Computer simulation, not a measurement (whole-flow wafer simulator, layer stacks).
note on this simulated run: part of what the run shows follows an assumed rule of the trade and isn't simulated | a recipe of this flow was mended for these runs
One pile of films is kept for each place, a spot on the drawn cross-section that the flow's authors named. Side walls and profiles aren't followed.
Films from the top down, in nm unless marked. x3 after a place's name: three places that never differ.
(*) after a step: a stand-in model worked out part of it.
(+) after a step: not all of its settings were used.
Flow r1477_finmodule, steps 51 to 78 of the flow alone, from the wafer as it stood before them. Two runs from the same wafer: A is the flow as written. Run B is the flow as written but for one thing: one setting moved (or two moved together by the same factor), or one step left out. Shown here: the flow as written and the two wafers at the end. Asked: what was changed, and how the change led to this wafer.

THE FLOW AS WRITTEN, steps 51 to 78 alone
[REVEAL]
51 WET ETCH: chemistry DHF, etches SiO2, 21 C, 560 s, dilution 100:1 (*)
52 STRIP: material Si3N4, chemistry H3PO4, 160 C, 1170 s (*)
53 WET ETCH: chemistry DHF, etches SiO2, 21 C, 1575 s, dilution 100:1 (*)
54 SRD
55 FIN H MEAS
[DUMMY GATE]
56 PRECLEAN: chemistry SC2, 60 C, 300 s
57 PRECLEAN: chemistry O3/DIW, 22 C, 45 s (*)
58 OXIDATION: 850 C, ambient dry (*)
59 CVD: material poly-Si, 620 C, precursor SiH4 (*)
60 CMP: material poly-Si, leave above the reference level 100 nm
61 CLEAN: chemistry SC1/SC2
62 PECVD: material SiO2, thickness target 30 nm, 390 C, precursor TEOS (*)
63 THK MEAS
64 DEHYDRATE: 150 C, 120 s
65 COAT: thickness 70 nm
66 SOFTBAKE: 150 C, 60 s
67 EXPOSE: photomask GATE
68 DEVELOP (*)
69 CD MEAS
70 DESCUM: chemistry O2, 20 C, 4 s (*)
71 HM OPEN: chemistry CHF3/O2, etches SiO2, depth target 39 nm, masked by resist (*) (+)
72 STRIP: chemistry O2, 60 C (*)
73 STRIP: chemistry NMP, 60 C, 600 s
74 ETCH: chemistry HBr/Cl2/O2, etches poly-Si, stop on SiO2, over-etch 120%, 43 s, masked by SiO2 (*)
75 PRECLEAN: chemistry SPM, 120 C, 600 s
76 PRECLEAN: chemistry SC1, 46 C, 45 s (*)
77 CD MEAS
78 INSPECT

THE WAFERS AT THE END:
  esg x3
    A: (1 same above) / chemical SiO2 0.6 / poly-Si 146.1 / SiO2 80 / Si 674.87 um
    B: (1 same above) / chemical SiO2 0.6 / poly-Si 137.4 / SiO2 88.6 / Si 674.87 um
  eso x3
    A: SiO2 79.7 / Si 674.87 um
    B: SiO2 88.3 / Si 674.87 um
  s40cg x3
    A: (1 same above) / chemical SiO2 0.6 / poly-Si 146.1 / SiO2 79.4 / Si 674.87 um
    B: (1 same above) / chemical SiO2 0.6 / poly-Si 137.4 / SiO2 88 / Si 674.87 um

The cause: step 53, WET ETCH: 18.2 C was run, where the flow has 21 C.

How the change led to this, step by step:
  53 WET ETCH: chemistry DHF, etches SiO2, 21 C, 1575 s, dilution 100:1 (*)
      esg x3, e200sg, s40cg x3, s40sg x3, eso x3, e200so, s40co x3, s40so x3: A SiO2 -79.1 | B SiO2 -70.5
      pad, padg: A SiO2 -85.7 | B SiO2 -76.3
  59 CVD: material poly-Si, 620 C, precursor SiH4 (*)
      esg x3, s40cg x3, s40sg x3, eso x3, s40co x3, s40so x3: A poly-Si +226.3 (new film) | B poly-Si +217.7 (new film)
      e200sg, e200so: A poly-Si +219.2 (new film) | B poly-Si +210.6 (new film)
  60 CMP: material poly-Si, leave above the reference level 100 nm
      pad, padg: A poly-Si -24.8 | B poly-Si -34.1
  74 ETCH: chemistry HBr/Cl2/O2, etches poly-Si, stop on SiO2, over-etch 120%, 43 s, masked by SiO2 (*)
      eso x3, e200so, s40co x3, s40so x3: A chemical SiO2 -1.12 (all of it), poly-Si -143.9 (all of it), SiO2 -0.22 | B chemical SiO2 -1.12 (all of it), poly-Si -135.3 (all of it), SiO2 -0.26
      pad: A chemical SiO2 -1.12 (all of it), poly-Si -152.8 (all of it), SiO2 -0.17 | B chemical SiO2 -1.12 (all of it), poly-Si -143.5 (all of it), SiO2 -0.22
